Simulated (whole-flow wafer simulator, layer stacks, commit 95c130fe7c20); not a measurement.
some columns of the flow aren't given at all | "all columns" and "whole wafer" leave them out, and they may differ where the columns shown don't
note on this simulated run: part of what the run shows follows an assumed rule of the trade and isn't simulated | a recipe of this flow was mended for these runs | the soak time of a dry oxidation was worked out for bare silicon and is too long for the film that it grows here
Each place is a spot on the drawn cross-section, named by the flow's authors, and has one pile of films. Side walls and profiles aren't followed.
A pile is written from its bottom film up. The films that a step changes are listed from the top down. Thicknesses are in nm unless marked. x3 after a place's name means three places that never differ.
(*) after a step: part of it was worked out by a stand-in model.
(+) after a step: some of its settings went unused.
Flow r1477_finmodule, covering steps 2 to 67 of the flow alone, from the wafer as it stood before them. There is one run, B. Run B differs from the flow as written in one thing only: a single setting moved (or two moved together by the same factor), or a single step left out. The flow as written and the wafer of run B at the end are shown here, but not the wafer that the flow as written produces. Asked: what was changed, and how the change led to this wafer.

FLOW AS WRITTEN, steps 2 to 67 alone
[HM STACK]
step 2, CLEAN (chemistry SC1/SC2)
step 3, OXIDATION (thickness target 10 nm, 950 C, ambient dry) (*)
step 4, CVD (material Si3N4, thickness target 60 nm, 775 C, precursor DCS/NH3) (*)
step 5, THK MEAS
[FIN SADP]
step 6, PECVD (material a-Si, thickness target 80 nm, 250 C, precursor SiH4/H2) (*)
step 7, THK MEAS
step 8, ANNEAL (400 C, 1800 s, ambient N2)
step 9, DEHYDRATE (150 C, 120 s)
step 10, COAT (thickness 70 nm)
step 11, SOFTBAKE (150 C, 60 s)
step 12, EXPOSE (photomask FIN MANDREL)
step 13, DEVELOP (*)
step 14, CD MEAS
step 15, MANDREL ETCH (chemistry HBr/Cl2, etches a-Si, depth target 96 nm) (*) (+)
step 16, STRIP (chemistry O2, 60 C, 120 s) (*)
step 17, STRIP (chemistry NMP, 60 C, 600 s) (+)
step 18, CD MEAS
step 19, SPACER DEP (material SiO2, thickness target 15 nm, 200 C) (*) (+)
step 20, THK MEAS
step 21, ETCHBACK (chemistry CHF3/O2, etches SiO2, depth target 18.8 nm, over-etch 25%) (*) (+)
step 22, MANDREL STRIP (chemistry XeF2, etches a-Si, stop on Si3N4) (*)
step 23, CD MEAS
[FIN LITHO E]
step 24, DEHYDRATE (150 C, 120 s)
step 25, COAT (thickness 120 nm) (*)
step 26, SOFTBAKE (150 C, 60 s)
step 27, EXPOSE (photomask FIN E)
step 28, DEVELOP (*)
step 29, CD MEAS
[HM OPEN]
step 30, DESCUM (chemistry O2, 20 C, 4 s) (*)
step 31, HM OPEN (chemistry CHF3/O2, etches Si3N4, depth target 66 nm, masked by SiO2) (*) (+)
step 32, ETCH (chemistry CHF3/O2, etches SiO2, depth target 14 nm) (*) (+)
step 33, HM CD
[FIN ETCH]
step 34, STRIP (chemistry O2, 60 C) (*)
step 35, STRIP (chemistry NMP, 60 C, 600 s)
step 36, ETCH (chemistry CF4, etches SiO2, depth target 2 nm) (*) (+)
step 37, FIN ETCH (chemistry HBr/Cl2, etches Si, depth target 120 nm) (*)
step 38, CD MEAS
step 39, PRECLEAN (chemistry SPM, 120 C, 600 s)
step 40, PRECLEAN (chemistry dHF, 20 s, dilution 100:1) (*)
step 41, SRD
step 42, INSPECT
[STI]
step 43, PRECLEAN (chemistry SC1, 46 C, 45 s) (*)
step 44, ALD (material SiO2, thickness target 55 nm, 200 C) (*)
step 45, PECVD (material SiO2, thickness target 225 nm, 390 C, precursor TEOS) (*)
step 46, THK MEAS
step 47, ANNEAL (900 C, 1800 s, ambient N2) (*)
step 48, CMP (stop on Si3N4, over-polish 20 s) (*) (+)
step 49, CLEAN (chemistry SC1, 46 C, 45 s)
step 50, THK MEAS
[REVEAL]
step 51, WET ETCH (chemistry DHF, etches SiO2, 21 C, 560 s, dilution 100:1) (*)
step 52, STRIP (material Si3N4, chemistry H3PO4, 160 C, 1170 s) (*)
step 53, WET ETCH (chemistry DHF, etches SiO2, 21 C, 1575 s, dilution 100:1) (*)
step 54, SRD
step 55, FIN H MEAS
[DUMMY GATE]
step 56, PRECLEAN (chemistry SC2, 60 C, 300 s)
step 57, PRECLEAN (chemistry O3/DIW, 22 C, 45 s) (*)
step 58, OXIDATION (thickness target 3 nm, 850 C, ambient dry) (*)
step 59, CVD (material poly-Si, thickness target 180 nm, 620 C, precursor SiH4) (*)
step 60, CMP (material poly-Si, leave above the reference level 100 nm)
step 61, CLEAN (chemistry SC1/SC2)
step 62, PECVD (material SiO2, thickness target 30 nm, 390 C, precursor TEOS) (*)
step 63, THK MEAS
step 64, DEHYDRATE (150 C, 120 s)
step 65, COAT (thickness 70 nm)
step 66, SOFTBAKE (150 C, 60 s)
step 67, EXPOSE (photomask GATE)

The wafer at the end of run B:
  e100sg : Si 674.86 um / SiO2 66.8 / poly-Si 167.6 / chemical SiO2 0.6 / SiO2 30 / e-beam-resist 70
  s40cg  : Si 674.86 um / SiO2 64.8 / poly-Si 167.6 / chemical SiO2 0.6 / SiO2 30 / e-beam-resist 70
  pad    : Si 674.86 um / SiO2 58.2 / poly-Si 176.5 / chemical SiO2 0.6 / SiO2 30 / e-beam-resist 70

What caused this: step 4, CVD: thickness target 38.4 nm was run, whereas the flow has thickness target 60 nm.

The path from the change to this, step by step:
  step 4, CVD (material Si3N4, thickness target 60 nm, 775 C, precursor DCS/NH3) (*)
      pad, padg, elg and 33 more: +38.4 Si3N4 (new film) (it would be, as written: +60 Si3N4 (new film))
  step 31, HM OPEN (chemistry CHF3/O2, etches Si3N4, depth target 66 nm, masked by SiO2) (*) (+)
      pad, padg, esg and 13 more: -32.5 Si3N4 (all of it), -10 SiO2 (all of it), -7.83 Si (it would be, as written: -54.1 Si3N4 (all of it), -5.95 SiO2)
      s40cg, s45cg, s50cg, s40co, s45co, s50co: -38.4 Si3N4 (all of it), -10 SiO2 (all of it), -5.87 Si (it would be, as written: -60 Si3N4 (all of it), -3 SiO2)
  step 32, ETCH (chemistry CHF3/O2, etches SiO2, depth target 14 nm) (*) (+)
      e100sg, s40sg, e100so, s40so: -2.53 Si (it would be, as written: -4.05 SiO2 (all of it), -1.99 Si)
      pad, padg: -2.8 Si (it would be, as written: -4.05 SiO2 (all of it), -1.99 Si)
      (as well as at 16 more places)
  step 44, ALD (material SiO2, thickness target 55 nm, 200 C) (*)
      s40sg, s45sg, s50sg, s40so, s45so, s50so: +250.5 SiO2 (new film) (it would be, as written: +263.8 SiO2 (new film))
      s45cg, s50cg, s45co, s50co: +248.6 SiO2 (new film) (it would be, as written: +263.2 SiO2 (new film))
      (as well as at 10 more places)
  step 48, CMP (stop on Si3N4, over-polish 20 s) (*) (+)
      pad, padg: -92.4 SiO2 (it would be, as written: -79.4 SiO2)
  step 52, STRIP (material Si3N4, chemistry H3PO4, 160 C, 1170 s) (*)
      elg, e40lg, e100lg, e200lg, elo, e40lo, e100lo, e200lo: -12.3 Si3N4 (all of it), -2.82 SiO2 (it would be, as written: -33.9 Si3N4 (all of it), -2.15 SiO2)
      s40sg_line, s45sg_line, s50sg_line, s40so_line, s45so_line, s50so_line: -33.5 Si3N4 (all of it), -2.16 SiO2 (it would be, as written: -55.1 Si3N4 (all of it), -1.49 SiO2)
  step 53, WET ETCH (chemistry DHF, etches SiO2, 21 C, 1575 s, dilution 100:1) (*)
      elg, e40lg, e100lg, e200lg, elo, e40lo, e100lo, e200lo: -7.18 SiO2 (all of it) (it would be, as written: -7.85 SiO2 (all of it))
      s40sg_line, s45sg_line, s50sg_line, s40so_line, s45so_line, s50so_line: -7.84 SiO2 (all of it) (it would be, as written: -8.51 SiO2 (all of it))
  step 59, CVD (material poly-Si, thickness target 180 nm, 620 C, precursor SiH4) (*)
      esg, e40sg, e100sg and 15 more: +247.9 poly-Si (new film) (it would be, as written: +226.3 poly-Si (new film))
      e200sg, e200so: +247.9 poly-Si (new film) (it would be, as written: +219.2 poly-Si (new film))
  step 60, CMP (material poly-Si, leave above the reference level 100 nm)
      pad, padg: -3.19 poly-Si (it would be, as written: -24.8 poly-Si)
      e200sg, e200so: -80 poly-Si (it would be, as written: -72.9 poly-Si)
